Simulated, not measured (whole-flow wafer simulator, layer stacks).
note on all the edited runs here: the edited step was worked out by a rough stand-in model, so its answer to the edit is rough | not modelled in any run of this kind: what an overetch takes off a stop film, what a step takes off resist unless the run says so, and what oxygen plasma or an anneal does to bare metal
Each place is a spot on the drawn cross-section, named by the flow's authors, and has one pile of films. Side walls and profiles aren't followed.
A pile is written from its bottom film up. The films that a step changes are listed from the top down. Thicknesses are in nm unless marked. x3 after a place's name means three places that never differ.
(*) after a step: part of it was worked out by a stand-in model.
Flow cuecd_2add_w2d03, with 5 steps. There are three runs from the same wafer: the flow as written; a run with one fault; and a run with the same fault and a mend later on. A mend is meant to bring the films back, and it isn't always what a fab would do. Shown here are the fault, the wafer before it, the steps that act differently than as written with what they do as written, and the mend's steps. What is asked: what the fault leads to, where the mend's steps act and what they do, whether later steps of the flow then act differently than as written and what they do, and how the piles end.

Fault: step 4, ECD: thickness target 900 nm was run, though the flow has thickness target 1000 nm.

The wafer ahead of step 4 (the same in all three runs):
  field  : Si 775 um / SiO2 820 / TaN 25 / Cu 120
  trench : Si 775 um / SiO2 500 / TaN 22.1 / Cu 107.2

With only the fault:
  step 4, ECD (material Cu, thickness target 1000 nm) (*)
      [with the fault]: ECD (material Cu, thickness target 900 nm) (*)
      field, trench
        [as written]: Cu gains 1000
        [with the fault]: Cu gains 900
  Every later step of the flow that is run acts as written at every place that is followed.
  At field, trench, the piles at the end differ from the flow's by more than 2% or 0.5 nm, whichever is larger.
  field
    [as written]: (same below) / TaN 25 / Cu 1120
    [with the fault]: (same below) / TaN 25 / Cu 1020
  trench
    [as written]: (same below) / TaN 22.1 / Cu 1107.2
    [with the fault]: (same below) / TaN 22.1 / Cu 1007.2

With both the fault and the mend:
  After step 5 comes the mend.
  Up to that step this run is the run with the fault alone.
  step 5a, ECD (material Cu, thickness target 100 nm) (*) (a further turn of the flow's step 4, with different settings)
      field, trench
        Cu gains 100
  Every later step of the flow that is run acts as written at every place that is followed.
  At every place that both follow, the piles at the end match the flow's.
